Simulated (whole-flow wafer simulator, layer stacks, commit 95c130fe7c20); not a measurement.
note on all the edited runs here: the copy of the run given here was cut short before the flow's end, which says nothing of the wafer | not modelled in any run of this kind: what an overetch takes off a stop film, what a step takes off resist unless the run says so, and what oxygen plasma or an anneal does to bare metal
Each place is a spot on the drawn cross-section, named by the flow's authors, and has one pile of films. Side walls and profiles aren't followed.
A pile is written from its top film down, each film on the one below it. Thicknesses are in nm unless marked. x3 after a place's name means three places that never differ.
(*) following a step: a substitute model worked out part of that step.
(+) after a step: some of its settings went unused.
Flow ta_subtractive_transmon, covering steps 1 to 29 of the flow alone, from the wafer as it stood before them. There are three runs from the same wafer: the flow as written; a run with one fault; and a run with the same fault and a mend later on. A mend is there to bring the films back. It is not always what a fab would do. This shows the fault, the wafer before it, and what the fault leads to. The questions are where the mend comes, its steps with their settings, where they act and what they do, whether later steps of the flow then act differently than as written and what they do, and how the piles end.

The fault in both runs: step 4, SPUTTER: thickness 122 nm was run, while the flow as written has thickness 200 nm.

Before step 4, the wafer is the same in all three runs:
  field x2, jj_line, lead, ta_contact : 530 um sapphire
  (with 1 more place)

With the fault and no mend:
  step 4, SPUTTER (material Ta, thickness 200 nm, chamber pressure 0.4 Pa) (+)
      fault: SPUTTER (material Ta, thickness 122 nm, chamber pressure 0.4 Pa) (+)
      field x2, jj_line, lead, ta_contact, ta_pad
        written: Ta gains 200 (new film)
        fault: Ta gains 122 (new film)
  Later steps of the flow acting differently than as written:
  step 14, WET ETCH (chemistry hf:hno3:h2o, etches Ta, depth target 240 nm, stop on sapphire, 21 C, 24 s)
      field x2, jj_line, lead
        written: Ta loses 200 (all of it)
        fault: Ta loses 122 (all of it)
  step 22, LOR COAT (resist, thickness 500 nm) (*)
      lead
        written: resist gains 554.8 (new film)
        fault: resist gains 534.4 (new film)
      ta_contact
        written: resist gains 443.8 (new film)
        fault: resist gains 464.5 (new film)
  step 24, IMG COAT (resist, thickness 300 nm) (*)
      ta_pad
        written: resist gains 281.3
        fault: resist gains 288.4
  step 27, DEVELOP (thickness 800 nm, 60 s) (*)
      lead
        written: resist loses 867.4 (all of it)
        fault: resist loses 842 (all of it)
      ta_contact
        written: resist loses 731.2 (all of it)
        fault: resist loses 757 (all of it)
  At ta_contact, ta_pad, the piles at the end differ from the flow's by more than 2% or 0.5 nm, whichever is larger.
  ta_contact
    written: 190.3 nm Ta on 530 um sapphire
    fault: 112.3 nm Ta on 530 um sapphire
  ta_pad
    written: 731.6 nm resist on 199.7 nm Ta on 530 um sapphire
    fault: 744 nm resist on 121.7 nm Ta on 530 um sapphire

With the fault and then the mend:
  The mend stands after step 5.
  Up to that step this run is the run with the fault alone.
  step 5a, SPUTTER (material Ta, thickness 78 nm, chamber pressure 0.4 Pa) (+) (a further turn of the flow's step 4, with different settings)
      field x2, jj_line, lead, ta_contact, ta_pad
        Ta gains 78
  Later steps of the flow that are run all act as written at every place that is followed.
  By the end, the piles equal the flow's at every place that both follow.
